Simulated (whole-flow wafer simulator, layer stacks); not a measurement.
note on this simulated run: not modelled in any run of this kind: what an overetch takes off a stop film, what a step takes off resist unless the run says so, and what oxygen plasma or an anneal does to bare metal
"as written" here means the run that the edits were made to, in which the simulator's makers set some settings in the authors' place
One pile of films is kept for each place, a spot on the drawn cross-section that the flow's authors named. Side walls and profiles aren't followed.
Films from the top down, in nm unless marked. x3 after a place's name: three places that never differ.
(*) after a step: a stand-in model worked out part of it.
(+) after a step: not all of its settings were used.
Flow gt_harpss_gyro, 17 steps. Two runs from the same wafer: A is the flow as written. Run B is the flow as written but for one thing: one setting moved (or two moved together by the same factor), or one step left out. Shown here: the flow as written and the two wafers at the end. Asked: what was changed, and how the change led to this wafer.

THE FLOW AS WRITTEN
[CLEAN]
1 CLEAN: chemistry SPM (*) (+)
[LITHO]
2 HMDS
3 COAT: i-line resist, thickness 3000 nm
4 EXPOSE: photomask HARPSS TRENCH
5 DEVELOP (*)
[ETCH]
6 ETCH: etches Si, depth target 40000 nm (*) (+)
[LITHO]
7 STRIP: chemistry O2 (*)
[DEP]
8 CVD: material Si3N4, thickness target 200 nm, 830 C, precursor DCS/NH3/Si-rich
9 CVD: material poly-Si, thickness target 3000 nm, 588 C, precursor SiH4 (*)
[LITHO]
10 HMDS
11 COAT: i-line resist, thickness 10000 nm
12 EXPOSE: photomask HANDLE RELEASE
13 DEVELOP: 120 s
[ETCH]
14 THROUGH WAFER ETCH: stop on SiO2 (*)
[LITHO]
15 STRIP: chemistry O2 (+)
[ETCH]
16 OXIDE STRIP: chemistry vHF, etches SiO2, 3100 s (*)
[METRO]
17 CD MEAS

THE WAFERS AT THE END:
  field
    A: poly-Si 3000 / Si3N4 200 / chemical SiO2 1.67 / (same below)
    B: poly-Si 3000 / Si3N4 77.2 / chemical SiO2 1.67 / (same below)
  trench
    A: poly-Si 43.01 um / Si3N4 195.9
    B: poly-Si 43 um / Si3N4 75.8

The cause: step 8, CVD: thickness target 77.2 nm was run, where the flow has thickness target 200 nm.
It can be read off the wafer: field has Si3N4 77.2, and step 8 as written asks for 200 nm.

How the change led to this, step by step:
  8 CVD: material Si3N4, thickness target 200 nm, 830 C, precursor DCS/NH3/Si-rich
      field: A Si3N4 +200 (new film) | B Si3N4 +77.2 (new film)
      trench: A Si3N4 +195.9 (new film) | B Si3N4 +75.8 (new film)
  9 CVD: material poly-Si, thickness target 3000 nm, 588 C, precursor SiH4 (*)
      trench: A poly-Si +43.01 um (new film) | B poly-Si +43 um (new film)
